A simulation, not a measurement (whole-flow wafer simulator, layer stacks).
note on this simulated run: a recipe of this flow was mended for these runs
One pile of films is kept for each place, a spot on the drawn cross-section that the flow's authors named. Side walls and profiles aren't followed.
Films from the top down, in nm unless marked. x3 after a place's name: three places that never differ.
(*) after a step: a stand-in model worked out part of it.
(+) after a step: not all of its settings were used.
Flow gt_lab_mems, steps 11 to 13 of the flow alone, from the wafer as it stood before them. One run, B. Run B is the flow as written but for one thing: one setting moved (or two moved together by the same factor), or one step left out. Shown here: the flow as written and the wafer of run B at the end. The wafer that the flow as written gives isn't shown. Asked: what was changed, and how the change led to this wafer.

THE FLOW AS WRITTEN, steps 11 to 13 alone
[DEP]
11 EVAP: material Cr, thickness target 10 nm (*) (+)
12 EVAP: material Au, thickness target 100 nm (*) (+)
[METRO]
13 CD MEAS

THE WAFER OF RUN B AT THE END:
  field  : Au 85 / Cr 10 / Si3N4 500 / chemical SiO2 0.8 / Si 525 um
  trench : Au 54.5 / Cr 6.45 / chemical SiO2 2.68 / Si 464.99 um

The cause: step 12, EVAP: thickness target 85 nm was run, where the flow has thickness target 100 nm.
It can be read off the wafer: field has Au 85, and step 12 as written asks for 100 nm.

How the change led to this, step by step:
  12 EVAP: material Au, thickness target 100 nm (*) (+)
      field: Au +85 (new film) (as written it would be: Au +100 (new film))
      trench: Au +54.5 (new film) (as written it would be: Au +64.1 (new film))
